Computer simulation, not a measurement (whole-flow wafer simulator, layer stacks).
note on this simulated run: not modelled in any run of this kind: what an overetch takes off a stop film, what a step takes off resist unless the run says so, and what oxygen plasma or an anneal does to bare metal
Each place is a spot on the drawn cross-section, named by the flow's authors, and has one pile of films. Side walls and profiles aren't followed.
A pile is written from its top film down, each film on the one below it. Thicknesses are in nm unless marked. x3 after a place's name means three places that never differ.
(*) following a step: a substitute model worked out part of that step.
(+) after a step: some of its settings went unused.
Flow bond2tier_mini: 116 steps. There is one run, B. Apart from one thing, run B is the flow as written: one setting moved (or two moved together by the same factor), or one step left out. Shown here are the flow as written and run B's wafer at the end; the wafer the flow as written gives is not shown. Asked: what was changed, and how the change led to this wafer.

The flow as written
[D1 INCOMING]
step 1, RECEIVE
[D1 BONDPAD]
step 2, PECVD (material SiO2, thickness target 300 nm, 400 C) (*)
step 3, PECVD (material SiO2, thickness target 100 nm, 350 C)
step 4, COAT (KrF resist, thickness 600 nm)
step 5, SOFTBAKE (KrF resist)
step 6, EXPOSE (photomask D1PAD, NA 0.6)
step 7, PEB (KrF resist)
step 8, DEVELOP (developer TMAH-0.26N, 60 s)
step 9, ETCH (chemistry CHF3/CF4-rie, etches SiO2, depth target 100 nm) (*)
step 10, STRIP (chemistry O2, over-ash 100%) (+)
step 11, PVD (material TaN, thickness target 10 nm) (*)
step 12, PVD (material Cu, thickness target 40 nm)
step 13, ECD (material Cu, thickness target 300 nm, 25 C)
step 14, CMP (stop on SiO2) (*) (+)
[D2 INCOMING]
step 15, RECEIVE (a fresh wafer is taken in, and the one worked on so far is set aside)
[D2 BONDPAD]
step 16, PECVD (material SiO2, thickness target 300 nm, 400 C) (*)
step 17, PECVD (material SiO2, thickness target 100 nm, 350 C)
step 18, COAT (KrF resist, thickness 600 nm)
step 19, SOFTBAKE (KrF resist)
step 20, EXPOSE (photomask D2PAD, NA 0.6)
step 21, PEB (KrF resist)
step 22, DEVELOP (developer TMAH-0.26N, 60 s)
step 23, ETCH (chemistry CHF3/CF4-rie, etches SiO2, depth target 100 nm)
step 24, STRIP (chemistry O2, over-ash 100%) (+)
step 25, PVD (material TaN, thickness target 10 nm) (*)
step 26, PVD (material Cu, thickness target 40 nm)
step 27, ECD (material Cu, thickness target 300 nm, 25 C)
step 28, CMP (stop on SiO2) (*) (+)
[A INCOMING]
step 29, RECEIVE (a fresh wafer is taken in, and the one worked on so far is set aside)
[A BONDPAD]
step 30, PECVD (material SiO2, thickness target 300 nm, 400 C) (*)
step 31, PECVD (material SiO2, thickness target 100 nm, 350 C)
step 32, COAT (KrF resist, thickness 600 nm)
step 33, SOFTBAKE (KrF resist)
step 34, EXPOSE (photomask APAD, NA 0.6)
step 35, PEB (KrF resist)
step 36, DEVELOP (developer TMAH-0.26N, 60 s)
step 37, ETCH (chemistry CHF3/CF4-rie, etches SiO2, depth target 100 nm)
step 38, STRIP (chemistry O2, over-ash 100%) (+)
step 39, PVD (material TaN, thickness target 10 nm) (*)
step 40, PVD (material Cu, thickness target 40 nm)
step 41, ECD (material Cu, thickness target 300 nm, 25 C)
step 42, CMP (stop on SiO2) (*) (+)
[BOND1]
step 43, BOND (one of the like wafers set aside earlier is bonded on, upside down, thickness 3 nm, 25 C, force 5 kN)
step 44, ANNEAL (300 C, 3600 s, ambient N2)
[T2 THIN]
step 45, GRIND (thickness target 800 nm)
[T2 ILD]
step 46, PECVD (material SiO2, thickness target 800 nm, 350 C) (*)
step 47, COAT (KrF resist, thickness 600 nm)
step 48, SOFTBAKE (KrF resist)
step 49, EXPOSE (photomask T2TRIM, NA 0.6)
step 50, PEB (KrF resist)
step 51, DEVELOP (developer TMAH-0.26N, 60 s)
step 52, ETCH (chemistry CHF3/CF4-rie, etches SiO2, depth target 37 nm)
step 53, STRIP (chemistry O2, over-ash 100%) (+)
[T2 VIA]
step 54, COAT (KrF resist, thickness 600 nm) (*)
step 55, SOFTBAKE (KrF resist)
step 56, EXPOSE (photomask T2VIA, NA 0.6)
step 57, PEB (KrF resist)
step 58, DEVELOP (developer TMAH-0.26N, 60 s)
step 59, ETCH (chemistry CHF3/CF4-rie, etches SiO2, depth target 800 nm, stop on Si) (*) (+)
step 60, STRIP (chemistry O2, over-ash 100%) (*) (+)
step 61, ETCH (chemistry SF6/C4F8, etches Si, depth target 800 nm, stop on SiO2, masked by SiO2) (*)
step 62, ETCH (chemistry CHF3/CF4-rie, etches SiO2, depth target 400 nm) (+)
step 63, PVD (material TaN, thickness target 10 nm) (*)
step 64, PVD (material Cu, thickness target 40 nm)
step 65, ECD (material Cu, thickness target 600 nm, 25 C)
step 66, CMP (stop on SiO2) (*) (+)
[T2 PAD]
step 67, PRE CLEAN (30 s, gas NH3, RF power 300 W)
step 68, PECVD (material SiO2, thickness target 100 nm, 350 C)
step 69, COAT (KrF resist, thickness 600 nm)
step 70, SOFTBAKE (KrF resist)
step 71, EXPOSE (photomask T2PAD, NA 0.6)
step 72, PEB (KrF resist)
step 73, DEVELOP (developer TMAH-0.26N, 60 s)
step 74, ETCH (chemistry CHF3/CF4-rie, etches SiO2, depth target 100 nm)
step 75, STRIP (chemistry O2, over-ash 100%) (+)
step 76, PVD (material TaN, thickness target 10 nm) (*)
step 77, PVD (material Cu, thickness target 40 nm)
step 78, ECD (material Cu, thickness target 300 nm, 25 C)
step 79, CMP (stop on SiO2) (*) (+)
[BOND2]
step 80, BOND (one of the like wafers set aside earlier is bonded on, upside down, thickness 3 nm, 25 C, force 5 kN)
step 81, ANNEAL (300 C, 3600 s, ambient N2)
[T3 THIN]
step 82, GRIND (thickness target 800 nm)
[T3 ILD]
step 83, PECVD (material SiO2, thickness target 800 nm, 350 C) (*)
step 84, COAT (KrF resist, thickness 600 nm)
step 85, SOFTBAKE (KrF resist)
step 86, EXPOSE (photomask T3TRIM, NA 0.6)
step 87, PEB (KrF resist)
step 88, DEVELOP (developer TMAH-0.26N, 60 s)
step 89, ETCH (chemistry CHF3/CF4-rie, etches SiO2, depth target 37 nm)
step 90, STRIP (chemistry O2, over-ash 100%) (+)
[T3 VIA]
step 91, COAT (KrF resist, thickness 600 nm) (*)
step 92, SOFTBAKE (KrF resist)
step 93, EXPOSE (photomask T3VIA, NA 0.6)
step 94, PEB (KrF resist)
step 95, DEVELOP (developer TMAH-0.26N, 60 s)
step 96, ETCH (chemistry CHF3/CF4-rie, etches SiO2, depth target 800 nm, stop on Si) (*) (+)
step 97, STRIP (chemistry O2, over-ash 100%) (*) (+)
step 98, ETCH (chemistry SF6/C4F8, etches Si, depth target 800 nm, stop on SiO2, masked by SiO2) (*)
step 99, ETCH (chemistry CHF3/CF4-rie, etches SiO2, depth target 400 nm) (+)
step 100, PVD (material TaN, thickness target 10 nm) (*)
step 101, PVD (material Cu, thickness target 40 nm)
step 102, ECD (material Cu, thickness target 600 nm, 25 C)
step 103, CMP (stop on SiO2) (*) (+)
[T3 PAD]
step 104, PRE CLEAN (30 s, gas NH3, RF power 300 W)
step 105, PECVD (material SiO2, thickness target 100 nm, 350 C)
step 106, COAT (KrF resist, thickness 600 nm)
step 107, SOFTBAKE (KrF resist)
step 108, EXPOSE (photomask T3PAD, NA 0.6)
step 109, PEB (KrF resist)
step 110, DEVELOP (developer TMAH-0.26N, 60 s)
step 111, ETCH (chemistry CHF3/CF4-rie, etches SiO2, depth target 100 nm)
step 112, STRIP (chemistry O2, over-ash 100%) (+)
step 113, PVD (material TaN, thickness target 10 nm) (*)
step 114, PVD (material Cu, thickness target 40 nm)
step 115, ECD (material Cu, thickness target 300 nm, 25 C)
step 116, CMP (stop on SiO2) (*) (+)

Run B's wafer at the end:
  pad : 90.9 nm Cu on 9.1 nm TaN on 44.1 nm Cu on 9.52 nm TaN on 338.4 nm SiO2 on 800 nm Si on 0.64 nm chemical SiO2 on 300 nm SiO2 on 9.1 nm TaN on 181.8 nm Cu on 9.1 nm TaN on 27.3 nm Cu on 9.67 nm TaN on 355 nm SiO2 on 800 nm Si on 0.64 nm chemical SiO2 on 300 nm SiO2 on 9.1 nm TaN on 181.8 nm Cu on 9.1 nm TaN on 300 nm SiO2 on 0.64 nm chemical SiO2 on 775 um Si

Cause: step 89, ETCH: depth target 53.6 nm was run, whereas the flow has depth target 37 nm.

The path from the change to this, step by step:
  step 89, ETCH (chemistry CHF3/CF4-rie, etches SiO2, depth target 37 nm)
      field: -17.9 KrF resist (as written it would have been: -12.3 KrF resist)
      pad: -53.6 SiO2 (as written it would have been: -37 SiO2)
  step 97, STRIP (chemistry O2, over-ash 100%) (*) (+)
      field: -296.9 KrF resist (all of it) (as written it would have been: -303.9 KrF resist (all of it))
      pad: -343.3 KrF resist (all of it) (as written it would have been: -336 KrF resist (all of it))
  step 102, ECD (material Cu, thickness target 600 nm, 25 C)
      pad: +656 Cu (as written it would have been: +638.7 Cu)
